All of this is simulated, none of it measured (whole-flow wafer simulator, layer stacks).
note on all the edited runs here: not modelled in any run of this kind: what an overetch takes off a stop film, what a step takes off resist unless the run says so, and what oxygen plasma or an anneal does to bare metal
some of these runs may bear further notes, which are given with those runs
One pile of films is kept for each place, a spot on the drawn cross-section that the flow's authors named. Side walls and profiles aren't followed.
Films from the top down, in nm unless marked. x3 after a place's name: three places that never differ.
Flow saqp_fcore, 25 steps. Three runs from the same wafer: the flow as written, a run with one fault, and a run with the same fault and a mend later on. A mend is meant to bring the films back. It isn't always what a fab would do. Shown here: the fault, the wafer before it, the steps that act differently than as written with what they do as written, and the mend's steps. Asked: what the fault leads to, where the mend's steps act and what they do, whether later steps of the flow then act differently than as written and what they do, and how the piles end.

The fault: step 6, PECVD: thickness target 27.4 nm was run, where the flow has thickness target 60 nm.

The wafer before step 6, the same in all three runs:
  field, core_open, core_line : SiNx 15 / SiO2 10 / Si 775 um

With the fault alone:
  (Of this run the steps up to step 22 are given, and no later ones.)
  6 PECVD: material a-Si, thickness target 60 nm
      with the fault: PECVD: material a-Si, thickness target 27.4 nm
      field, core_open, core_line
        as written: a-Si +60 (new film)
        with the fault: a-Si +27.4 (new film)
  No later step of the flow up to step 22 acts differently than as written at any place that is followed.
  After step 22 the piles differ from the flow's by more than 2% or 0.5 nm, whichever is larger, at field, core_open, core_line.
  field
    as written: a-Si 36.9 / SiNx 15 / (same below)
    with the fault: a-Si 4.27 / SiNx 15 / (same below)
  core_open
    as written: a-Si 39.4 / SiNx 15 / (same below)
    with the fault: a-Si 6.83 / SiNx 15 / (same below)
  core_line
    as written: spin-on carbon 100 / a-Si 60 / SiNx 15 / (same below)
    with the fault: spin-on carbon 100 / a-Si 27.4 / SiNx 15 / (same below)

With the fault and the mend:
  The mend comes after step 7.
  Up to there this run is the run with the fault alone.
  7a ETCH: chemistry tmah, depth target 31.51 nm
      field, core_open, core_line
        a-Si -27.4 (all of it)
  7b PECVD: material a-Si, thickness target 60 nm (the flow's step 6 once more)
      field, core_open, core_line
        a-Si +60 (new film)
  No later step of the flow acts differently than as written at any place that is followed.
  At the end the piles are the same as the flow's at every place that both follow.
